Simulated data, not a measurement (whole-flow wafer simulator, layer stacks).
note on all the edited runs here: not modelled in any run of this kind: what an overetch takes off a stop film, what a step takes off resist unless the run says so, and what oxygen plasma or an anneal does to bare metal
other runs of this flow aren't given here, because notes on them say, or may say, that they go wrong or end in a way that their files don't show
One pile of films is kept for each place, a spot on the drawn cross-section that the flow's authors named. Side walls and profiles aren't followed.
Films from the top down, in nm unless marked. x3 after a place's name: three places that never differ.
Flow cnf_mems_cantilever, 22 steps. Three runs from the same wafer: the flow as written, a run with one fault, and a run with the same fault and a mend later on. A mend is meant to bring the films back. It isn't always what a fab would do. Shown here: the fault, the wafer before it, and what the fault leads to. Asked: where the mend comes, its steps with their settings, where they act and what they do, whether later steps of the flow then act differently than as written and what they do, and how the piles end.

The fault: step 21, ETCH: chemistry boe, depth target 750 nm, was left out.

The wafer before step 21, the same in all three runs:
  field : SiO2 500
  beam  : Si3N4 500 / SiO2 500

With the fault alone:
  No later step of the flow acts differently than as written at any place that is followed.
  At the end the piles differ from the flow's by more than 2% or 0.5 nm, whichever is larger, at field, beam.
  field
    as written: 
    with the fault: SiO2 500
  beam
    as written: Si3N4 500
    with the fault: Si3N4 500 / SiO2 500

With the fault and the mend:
  The mend comes after step 22.
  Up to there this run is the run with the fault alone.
  22a ETCH: chemistry boe, depth target 750 nm
      field
        SiO2 -500 (all of it)
      beam
        under 1 film: SiO2 -500 (all of it)
  No later step of the flow acts differently than as written at any place that is followed.
  At the end the piles are the same as the flow's at every place that both follow.
